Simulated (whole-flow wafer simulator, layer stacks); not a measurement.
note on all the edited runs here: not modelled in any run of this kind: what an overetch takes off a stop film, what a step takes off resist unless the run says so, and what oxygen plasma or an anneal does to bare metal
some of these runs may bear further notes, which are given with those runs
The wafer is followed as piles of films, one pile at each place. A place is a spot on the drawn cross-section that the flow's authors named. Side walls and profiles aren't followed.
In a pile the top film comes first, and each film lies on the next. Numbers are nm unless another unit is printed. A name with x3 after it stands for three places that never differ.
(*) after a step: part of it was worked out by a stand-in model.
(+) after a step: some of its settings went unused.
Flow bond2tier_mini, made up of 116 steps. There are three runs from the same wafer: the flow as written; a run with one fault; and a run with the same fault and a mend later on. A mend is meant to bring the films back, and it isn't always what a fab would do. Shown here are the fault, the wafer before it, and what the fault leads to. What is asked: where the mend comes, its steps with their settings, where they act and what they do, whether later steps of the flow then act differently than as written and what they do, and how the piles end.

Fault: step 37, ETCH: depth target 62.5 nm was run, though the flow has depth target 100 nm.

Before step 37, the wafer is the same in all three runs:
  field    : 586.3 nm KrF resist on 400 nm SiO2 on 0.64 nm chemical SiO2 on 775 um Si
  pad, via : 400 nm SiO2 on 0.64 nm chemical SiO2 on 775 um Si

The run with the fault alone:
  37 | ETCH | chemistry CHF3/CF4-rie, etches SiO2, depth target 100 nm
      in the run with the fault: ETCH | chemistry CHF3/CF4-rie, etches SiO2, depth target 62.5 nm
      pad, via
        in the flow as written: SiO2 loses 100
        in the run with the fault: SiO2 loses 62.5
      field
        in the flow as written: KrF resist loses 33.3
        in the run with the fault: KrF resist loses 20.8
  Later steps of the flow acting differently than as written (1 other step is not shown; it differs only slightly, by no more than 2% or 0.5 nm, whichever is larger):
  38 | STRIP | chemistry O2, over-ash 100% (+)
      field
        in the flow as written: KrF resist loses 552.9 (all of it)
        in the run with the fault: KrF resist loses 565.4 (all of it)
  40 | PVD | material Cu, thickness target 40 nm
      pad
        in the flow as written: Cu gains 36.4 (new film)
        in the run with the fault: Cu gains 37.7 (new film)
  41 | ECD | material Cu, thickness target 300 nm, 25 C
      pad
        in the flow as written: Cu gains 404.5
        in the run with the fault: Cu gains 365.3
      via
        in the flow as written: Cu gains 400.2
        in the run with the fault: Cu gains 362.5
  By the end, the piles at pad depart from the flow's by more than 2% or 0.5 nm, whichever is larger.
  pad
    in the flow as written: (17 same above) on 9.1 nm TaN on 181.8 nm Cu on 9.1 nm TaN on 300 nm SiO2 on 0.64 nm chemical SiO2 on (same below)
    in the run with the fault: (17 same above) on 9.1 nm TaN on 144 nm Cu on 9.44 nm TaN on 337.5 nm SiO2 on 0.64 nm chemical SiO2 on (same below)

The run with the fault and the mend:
  The mend stands after step 38.
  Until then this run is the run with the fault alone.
  38a | COAT | KrF resist, thickness 600 nm (*) (a further turn of the flow's step 32)
      field
        KrF resist gains 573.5 (new film)
      pad
        KrF resist gains 627.6 (new film)
      via
        KrF resist gains 624.3 (new film)
  38b | SOFTBAKE | KrF resist (a further turn of the flow's step 33)
      does not change any film at any place that is followed
  38c | EXPOSE | photomask APAD, NA 0.6 (a further turn of the flow's step 34)
      does not change any film at any place that is followed
  38d | PEB | KrF resist (a further turn of the flow's step 35)
      does not change any film at any place that is followed
  38e | DEVELOP | developer TMAH-0.26N, 60 s (a further turn of the flow's step 36)
      field
        KrF resist loses 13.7
      pad
        KrF resist loses 627.6 (all of it)
      via
        KrF resist loses 624.3 (all of it)
  38f | ETCH | chemistry CHF3/CF4-rie, etches SiO2, depth target 37.5 nm (a further turn of the flow's step 37, with different settings)
      pad, via
        SiO2 loses 37.5
      field
        KrF resist loses 12.5
  38g | STRIP | chemistry O2, over-ash 100% (+) (a further turn of the flow's step 38)
      field
        KrF resist loses 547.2 (all of it)
  None of the later steps of the flow acts differently than as written at any place that is followed.
  By the end, the piles equal the flow's at every place that both follow.
